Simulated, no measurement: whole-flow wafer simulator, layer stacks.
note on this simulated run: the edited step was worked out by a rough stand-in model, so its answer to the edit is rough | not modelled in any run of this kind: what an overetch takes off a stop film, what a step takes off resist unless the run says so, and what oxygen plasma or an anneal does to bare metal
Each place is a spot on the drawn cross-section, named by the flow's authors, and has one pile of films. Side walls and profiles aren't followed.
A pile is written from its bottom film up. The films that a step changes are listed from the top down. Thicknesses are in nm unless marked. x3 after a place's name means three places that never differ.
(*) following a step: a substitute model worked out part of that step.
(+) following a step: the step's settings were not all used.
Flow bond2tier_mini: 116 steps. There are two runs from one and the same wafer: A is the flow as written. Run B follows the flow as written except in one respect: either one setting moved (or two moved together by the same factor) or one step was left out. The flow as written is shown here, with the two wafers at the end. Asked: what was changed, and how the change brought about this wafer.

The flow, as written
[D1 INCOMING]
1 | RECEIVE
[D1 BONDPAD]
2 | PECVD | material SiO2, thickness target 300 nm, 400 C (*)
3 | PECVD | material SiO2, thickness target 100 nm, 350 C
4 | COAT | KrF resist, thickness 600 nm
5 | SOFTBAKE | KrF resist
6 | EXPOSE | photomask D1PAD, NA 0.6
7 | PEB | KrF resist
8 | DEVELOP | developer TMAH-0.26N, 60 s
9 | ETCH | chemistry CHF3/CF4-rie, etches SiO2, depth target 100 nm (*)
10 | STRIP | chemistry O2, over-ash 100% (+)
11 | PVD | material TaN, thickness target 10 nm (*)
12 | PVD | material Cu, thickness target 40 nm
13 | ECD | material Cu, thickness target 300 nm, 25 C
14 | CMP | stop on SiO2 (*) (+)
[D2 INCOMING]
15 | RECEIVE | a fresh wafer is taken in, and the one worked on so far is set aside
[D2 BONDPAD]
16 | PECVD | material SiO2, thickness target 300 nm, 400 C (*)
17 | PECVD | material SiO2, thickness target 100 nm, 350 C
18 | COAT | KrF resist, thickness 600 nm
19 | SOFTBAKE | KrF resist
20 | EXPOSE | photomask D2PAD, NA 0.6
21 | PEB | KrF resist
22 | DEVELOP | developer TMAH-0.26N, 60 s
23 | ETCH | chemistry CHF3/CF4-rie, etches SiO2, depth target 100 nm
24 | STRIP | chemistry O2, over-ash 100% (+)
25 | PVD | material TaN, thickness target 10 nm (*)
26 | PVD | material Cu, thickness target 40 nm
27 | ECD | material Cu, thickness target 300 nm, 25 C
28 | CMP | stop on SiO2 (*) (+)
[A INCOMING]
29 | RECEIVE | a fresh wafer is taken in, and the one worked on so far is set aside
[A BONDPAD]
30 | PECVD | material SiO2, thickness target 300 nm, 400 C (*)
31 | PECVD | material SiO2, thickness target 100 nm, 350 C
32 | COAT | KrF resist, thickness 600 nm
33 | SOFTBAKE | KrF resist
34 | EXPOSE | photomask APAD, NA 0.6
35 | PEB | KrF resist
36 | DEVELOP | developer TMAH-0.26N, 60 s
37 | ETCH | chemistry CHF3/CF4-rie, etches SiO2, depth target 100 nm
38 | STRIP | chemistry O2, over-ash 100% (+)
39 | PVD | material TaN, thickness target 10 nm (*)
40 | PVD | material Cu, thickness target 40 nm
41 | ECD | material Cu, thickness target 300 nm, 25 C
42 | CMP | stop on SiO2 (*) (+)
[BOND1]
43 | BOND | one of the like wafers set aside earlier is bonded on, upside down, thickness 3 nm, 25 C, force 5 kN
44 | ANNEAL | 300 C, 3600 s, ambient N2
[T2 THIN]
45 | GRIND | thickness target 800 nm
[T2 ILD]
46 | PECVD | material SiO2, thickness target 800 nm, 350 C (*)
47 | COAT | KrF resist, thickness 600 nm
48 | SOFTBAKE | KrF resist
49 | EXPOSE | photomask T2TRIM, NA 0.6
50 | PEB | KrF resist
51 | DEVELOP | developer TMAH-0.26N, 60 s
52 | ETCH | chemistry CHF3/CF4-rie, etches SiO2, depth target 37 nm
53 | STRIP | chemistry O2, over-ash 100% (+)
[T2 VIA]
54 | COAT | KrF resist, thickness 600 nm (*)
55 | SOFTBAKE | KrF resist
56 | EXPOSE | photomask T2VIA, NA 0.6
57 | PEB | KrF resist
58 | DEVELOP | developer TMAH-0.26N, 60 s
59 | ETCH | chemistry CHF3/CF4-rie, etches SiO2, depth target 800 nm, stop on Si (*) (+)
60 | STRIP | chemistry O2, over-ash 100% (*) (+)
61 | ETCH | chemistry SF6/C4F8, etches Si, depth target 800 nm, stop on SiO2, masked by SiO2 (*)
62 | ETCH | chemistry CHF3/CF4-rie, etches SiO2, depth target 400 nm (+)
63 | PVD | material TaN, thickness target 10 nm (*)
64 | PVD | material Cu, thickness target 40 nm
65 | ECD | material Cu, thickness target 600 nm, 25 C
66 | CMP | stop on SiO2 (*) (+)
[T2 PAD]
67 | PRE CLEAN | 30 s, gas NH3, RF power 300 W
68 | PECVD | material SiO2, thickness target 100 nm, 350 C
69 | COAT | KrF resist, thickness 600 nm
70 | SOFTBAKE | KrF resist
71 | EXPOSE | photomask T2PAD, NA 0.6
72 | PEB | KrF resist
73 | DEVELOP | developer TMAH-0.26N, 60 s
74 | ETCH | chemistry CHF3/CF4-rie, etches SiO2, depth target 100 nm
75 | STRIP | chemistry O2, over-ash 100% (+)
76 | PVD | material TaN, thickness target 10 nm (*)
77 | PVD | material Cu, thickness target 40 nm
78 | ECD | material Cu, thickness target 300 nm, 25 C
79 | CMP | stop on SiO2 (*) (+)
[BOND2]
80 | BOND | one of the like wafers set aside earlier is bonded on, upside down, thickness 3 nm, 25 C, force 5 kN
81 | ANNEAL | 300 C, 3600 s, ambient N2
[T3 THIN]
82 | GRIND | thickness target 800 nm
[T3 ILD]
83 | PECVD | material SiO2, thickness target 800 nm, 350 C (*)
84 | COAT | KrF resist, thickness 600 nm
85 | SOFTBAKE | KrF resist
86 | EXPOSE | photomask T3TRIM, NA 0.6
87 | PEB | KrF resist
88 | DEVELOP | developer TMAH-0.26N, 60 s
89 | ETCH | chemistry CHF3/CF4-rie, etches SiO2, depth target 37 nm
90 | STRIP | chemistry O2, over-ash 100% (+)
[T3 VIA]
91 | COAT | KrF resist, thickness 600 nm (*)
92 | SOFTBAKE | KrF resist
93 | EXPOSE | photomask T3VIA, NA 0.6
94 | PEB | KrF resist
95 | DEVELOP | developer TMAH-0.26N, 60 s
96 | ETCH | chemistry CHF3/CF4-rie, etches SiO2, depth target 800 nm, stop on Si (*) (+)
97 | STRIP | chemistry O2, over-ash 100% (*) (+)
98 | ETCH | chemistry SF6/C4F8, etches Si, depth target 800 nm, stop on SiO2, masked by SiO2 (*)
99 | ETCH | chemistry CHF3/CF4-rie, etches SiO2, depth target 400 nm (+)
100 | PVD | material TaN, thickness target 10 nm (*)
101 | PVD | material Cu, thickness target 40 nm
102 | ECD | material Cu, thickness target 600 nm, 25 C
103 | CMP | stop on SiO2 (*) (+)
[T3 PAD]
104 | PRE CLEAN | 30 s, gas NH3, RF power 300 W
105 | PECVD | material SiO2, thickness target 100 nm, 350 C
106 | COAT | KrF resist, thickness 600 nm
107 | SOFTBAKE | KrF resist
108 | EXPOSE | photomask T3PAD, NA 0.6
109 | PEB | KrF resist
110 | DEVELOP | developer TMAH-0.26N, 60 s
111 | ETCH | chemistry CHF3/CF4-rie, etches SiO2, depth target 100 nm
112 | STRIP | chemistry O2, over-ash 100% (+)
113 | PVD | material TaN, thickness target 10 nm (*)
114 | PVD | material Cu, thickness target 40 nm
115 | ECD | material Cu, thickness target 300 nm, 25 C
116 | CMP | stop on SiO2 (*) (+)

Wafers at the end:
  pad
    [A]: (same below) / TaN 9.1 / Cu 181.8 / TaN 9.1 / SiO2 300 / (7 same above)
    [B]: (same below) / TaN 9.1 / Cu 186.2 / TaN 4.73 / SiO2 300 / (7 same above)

Cause: step 25, PVD: thickness target 5.2 nm was run, while the flow as written has thickness target 10 nm.

The path from the change to this, step by step:
  25 | PVD | material TaN, thickness target 10 nm (*)
      field: A +10 TaN (new film) | B +5.2 TaN (new film)
      pad: A +9.1 TaN (new film) | B +4.73 TaN (new film)
      (as well as at 1 more place)
  28 | CMP | stop on SiO2 (*) (+)
      field: A -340 Cu (all of it), -10 TaN (all of it) | B -340 Cu (all of it), -5.2 TaN (all of it)
  80 | BOND | one of the like wafers set aside earlier is bonded on, upside down, thickness 3 nm, 25 C, force 5 kN
      pad: A +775 um Si (new film), +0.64 chemical SiO2 (new film), +300 SiO2 (new film), +9.1 TaN (new film), +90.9 Cu | B +775 um Si (new film), +0.64 chemical SiO2 (new film), +300 SiO2 (new film), +4.73 TaN (new film), +95.3 Cu
